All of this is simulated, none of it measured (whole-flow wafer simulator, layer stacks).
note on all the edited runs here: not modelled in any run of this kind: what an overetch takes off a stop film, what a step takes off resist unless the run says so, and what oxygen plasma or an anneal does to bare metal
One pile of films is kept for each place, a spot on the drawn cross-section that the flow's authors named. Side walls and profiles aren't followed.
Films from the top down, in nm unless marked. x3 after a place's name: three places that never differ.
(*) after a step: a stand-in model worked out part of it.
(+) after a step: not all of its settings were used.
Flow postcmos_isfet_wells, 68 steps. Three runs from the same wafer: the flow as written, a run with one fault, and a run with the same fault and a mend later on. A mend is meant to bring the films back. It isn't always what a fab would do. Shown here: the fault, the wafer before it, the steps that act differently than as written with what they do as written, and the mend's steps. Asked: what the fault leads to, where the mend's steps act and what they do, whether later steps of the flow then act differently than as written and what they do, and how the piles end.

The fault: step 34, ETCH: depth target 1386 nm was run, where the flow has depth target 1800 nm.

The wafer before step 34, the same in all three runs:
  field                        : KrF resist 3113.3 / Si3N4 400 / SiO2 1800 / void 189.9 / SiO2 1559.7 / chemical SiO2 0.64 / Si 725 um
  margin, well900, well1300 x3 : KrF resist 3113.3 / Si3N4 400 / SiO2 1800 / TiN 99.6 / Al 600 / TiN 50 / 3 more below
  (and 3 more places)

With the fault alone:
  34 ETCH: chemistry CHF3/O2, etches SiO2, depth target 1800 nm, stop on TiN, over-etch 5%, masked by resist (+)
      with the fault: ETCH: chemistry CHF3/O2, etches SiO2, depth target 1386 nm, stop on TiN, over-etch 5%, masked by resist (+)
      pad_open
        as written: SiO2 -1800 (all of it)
        with the fault: SiO2 -1386
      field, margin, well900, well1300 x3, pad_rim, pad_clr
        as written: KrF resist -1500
        with the fault: KrF resist -1155
  Later steps of the flow that act differently than as written (1 more step differs only slightly, by at most 2% or 0.5 nm, whichever is larger, and isn't shown):
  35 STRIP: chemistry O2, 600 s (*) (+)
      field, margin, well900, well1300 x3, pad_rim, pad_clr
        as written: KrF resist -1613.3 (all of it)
        with the fault: KrF resist -1958.3 (all of it)
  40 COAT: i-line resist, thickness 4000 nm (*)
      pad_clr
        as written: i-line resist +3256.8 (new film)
        with the fault: i-line resist +3387.5 (new film)
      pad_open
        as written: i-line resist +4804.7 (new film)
        with the fault: i-line resist +4655.5 (new film)
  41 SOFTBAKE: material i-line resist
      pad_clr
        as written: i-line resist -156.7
        with the fault: i-line resist -116.7
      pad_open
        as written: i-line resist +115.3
        with the fault: i-line resist +96.5
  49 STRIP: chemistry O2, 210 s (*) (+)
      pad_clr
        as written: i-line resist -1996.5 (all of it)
        with the fault: i-line resist -2167.1 (all of it)
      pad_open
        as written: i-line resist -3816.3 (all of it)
        with the fault: i-line resist -3648.3 (all of it)
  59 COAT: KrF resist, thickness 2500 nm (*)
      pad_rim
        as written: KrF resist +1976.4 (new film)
        with the fault: KrF resist +2070.9 (new film)
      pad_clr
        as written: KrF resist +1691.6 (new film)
        with the fault: KrF resist +1831.7 (new film)
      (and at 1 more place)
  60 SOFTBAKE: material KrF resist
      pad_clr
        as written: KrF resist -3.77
        with the fault: KrF resist -3.16
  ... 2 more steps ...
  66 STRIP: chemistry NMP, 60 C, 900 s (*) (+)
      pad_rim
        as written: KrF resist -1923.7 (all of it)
        with the fault: KrF resist -2017.3 (all of it)
  At the end the piles differ from the flow's by more than 2% or 0.5 nm, whichever is larger, at pad_open.
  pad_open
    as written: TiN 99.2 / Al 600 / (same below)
    with the fault: SiO2 414 / TiN 99.6 / Al 600 / (same below)

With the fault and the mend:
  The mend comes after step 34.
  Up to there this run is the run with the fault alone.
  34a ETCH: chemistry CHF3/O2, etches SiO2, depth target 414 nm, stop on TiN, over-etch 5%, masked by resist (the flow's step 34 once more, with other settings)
      field, margin, well900, well1300 x3, pad_rim, pad_clr
        KrF resist -345
      pad_open
        SiO2 -414 (all of it)
  No later step of the flow acts differently than as written at any place that is followed.
  At the end the piles are the same as the flow's at every place that both follow.
